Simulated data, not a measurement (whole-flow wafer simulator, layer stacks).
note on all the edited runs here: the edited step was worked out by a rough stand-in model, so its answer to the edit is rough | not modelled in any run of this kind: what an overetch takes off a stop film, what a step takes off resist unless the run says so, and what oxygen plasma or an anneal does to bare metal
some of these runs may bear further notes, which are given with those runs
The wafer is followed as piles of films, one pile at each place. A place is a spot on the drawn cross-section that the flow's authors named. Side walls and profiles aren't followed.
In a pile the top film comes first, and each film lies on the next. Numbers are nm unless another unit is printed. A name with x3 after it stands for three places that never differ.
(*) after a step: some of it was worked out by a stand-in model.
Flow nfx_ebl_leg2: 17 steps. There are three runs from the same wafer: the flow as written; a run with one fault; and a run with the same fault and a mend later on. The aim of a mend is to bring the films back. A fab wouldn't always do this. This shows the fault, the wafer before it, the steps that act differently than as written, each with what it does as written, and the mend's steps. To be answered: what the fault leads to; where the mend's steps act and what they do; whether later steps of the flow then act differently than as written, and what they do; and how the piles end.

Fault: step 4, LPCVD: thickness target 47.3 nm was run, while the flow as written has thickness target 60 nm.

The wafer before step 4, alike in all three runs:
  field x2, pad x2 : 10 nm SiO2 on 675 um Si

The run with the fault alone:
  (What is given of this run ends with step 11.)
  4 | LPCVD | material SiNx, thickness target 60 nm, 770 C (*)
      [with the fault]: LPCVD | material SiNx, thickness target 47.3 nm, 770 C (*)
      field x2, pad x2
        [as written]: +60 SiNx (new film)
        [with the fault]: +47.3 SiNx (new film)
  None of the later steps of the flow up to step 11 acts differently than as written at any place that is followed.
  After step 11, at field x2, pad x2, the piles differ from the flow's by more than 2% or 0.5 nm, whichever is larger.
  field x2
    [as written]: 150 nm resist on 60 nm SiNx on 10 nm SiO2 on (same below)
    [with the fault]: 150 nm resist on 47.3 nm SiNx on 10 nm SiO2 on (same below)
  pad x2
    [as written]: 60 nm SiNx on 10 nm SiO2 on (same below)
    [with the fault]: 47.3 nm SiNx on 10 nm SiO2 on (same below)

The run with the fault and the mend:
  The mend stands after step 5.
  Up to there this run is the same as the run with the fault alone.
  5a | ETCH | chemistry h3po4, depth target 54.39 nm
      field x2, pad x2
        -47.3 SiNx (all of it)
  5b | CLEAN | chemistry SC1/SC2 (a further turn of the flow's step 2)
      does not change any film at any place that is followed
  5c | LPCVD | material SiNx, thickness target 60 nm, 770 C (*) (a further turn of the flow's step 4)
      field x2, pad x2
        +60 SiNx (new film)
  None of the later steps of the flow acts differently than as written at any place that is followed.
  By the end, the piles equal the flow's at every place that both follow.
